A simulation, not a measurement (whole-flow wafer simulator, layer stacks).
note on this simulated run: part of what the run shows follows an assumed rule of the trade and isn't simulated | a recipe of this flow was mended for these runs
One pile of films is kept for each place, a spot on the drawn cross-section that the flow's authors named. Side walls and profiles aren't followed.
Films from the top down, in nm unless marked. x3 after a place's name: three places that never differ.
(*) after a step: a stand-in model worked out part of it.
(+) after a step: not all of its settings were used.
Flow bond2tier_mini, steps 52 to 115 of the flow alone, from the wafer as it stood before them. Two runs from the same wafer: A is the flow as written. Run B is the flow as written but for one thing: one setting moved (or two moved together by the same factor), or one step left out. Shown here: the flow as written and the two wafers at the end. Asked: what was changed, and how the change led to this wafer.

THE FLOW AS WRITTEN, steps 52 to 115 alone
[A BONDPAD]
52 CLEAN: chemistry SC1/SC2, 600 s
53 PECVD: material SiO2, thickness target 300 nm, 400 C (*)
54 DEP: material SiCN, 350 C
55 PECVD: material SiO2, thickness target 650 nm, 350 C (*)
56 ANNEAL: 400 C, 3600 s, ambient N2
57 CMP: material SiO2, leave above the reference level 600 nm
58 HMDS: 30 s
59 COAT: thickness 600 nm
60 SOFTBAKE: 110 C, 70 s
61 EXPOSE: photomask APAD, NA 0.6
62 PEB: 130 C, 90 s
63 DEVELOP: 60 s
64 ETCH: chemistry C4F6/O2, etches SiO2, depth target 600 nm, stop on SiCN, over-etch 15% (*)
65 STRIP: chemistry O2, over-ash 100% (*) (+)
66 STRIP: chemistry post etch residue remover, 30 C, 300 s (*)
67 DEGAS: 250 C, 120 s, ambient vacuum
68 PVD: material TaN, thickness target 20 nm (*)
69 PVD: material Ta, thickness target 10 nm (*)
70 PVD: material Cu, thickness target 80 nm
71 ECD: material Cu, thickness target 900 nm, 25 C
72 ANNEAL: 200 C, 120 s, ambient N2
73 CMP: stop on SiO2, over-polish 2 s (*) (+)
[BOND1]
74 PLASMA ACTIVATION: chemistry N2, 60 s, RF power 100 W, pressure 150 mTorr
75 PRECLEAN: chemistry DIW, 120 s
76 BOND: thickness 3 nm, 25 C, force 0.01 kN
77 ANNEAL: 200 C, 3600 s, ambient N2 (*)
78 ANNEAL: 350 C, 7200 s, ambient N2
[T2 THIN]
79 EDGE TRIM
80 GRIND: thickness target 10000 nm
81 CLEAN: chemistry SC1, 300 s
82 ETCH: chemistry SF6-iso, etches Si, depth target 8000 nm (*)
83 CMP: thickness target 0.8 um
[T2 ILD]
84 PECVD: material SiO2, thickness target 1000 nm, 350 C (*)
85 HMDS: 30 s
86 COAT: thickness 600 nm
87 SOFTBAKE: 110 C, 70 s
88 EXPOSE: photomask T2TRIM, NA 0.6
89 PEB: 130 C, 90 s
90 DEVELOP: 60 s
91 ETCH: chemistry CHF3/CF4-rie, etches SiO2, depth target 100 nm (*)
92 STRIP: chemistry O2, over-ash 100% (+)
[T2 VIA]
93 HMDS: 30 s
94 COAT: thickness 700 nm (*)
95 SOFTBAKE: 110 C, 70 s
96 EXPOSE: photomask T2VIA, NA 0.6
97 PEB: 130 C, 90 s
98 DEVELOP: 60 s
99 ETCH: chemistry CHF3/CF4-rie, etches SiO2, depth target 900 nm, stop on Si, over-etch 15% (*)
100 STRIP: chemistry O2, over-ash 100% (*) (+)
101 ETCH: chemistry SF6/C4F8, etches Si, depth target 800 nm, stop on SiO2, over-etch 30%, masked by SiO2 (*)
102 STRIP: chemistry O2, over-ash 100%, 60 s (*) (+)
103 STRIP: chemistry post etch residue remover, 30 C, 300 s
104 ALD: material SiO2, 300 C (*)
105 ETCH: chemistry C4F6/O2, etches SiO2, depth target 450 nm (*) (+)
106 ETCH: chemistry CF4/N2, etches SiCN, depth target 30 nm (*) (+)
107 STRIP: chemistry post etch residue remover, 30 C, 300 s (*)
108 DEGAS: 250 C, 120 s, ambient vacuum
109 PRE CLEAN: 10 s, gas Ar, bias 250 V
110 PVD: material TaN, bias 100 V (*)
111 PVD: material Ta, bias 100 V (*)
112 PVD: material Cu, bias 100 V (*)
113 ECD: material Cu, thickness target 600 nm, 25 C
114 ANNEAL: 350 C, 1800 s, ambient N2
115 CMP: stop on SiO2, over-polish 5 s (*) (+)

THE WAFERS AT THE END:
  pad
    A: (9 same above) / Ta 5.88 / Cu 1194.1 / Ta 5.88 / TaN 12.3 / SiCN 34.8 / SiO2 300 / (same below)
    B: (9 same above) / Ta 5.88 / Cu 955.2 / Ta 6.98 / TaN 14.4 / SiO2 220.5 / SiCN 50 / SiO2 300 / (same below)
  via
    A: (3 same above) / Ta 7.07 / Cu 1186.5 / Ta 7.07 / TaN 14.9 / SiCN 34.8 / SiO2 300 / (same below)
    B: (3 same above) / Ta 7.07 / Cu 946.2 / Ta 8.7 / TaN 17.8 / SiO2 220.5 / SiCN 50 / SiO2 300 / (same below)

The cause: step 64, ETCH: depth target 330 nm was run, where the flow has depth target 600 nm.

How the change led to this, step by step:
  64 ETCH: chemistry C4F6/O2, etches SiO2, depth target 600 nm, stop on SiCN, over-etch 15% (*)
      pad, via: A SiO2 -600 (all of it), SiCN -15.2 | B SiO2 -379.5
      field: A thick-KrF-resist -115 | B thick-KrF-resist -63.2
  65 STRIP: chemistry O2, over-ash 100% (*) (+)
      field: A thick-KrF-resist -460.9 (all of it) | B thick-KrF-resist -512.7 (all of it)
  68 PVD: material TaN, thickness target 20 nm (*)
      pad: A TaN +12.3 (new film) | B TaN +14.4 (new film)
      via: A TaN +14.9 (new film) | B TaN +17.8 (new film)
  69 PVD: material Ta, thickness target 10 nm (*)
      pad: A Ta +5.88 (new film) | B Ta +6.98 (new film)
      via: A Ta +7.07 (new film) | B Ta +8.7 (new film)
  70 PVD: material Cu, thickness target 80 nm
      pad: A Cu +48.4 (new film) | B Cu +57 (new film)
      via: A Cu +59 (new film) | B Cu +70.9 (new film)
  71 ECD: material Cu, thickness target 900 nm, 25 C
      pad: A Cu +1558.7 | B Cu +1311.1
      via: A Cu +1544.3 | B Cu +1292.1
